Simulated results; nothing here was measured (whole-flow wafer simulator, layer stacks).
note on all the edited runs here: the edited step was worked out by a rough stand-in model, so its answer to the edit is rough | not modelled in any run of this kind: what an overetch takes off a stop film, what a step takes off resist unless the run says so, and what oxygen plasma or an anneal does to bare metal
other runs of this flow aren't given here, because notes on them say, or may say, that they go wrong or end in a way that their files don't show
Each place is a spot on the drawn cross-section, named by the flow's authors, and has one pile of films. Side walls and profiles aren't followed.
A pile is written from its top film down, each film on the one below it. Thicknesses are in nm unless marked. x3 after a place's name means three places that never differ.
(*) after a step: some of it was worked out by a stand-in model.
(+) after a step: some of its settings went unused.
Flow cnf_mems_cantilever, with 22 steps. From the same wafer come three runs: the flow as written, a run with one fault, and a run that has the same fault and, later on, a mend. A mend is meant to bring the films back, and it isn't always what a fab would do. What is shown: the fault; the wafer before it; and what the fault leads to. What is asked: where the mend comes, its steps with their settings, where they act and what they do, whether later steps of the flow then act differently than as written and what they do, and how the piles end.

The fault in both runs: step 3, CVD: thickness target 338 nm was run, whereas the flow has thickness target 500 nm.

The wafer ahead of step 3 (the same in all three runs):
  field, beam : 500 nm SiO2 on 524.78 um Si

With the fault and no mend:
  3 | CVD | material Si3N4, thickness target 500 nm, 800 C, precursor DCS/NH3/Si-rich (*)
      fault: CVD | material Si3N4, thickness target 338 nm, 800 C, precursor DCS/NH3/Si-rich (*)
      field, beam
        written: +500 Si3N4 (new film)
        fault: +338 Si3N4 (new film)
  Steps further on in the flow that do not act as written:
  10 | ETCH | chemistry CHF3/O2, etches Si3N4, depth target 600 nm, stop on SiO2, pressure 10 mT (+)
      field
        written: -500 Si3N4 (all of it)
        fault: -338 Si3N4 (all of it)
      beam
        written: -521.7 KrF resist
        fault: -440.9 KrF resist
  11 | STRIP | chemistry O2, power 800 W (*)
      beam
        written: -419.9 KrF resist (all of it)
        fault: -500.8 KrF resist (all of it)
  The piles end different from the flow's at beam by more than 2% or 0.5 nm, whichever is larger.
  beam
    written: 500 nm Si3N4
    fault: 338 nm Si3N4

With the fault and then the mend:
  After step 3 comes the mend.
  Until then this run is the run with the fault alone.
  3a | CVD | material Si3N4, thickness target 162 nm, 800 C, precursor DCS/NH3/Si-rich (*) (the flow's step 3, run once more with other settings)
      field, beam
        +162 Si3N4
  None of the later steps of the flow acts differently than as written at any place that is followed.
  At every place that both follow, the piles at the end match the flow's.
